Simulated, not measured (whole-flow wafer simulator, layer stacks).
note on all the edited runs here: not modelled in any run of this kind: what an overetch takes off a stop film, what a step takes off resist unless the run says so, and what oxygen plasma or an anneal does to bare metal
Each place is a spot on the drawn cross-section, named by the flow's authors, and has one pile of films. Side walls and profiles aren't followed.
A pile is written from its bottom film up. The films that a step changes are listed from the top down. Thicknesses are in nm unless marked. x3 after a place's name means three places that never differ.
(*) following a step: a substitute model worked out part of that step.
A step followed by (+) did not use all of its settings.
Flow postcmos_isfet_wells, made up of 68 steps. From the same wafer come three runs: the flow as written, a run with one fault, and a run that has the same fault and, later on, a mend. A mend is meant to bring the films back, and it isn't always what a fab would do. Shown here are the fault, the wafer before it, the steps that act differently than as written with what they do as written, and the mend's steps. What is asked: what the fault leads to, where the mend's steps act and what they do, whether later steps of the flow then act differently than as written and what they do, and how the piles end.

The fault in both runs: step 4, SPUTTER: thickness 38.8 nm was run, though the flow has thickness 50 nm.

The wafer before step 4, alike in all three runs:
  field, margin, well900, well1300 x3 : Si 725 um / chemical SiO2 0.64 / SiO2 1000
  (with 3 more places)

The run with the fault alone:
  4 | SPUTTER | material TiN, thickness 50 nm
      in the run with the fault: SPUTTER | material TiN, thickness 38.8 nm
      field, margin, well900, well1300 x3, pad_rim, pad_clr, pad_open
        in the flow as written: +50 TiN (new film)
        in the run with the fault: +38.8 TiN (new film)
  Steps further on in the flow that do not act as written:
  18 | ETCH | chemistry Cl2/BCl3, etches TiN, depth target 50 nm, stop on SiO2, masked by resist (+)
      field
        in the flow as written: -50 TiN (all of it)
        in the run with the fault: -38.8 TiN (all of it)
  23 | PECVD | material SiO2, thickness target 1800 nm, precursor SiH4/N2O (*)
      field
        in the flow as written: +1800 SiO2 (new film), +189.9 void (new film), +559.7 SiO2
        in the run with the fault: +1800 SiO2 (new film), +181.4 void (new film), +556.9 SiO2
  By the end, the piles at field, margin, well900, well1300 x3, pad_rim, pad_clr, pad_open depart from the flow's by more than 2% or 0.5 nm, whichever is larger.
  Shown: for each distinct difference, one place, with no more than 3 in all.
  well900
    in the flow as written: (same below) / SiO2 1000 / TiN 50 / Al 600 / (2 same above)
    in the run with the fault: (same below) / SiO2 1000 / TiN 38.8 / Al 600 / (2 same above)
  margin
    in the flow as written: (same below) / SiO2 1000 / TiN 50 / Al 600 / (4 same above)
    in the run with the fault: (same below) / SiO2 1000 / TiN 38.8 / Al 600 / (4 same above)
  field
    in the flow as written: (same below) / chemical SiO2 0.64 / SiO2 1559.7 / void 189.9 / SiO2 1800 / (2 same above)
    in the run with the fault: (same below) / chemical SiO2 0.64 / SiO2 1556.9 / void 181.4 / SiO2 1800 / (2 same above)

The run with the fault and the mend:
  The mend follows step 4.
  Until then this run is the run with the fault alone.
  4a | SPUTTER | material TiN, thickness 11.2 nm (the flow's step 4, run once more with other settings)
      field, margin, well900, well1300 x3, pad_rim, pad_clr, pad_open
        +11.2 TiN
  Later steps of the flow that are run all act as written at every place that is followed.
  At every place that both follow, the piles at the end match the flow's.
